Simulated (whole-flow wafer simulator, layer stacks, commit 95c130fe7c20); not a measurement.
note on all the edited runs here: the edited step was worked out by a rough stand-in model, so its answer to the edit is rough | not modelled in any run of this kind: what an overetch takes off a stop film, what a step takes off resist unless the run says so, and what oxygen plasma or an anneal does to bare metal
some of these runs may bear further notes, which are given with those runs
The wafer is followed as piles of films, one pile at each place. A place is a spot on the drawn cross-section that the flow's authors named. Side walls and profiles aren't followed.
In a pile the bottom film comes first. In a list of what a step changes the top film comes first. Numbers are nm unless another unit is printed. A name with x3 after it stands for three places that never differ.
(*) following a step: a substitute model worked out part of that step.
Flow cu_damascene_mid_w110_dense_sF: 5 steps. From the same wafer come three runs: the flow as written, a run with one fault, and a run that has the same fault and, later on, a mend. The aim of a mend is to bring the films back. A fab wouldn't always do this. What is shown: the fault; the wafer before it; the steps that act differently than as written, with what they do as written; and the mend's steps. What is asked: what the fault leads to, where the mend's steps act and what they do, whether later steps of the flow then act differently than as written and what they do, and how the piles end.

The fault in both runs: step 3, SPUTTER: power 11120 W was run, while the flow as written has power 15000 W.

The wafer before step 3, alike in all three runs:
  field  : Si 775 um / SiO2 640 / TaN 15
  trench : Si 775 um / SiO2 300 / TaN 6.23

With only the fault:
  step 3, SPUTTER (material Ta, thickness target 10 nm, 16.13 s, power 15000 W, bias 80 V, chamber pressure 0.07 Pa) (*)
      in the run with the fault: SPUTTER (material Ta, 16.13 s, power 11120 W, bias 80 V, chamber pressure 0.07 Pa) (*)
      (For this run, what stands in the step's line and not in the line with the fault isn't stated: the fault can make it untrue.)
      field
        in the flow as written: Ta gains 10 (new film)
        in the run with the fault: Ta gains 7.41 (new film)
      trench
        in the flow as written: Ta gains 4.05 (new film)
        in the run with the fault: Ta gains 2.83 (new film)
  Every later step of the flow that is run acts as written, at every place that is followed, to within 2% or 0.5 nm, whichever is larger.
  By the end, the piles at field, trench depart from the flow's by more than 2% or 0.5 nm, whichever is larger.
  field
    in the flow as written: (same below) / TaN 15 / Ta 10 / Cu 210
    in the run with the fault: (same below) / TaN 15 / Ta 7.41 / Cu 210
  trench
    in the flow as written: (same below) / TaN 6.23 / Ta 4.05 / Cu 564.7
    in the run with the fault: (same below) / TaN 6.23 / Ta 2.83 / Cu 563.4

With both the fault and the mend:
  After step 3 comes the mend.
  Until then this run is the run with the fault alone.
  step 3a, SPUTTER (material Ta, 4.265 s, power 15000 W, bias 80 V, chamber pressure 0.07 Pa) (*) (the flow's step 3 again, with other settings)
      field
        Ta gains 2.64
      trench
        Ta gains 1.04
  Every later step of the flow that is run acts as written, at every place that is followed, to within 2% or 0.5 nm, whichever is larger.
  When the end is reached, the piles differ only a little from the flow's at the places that both follow, at most by 2% or 0.5 nm, whichever is larger.
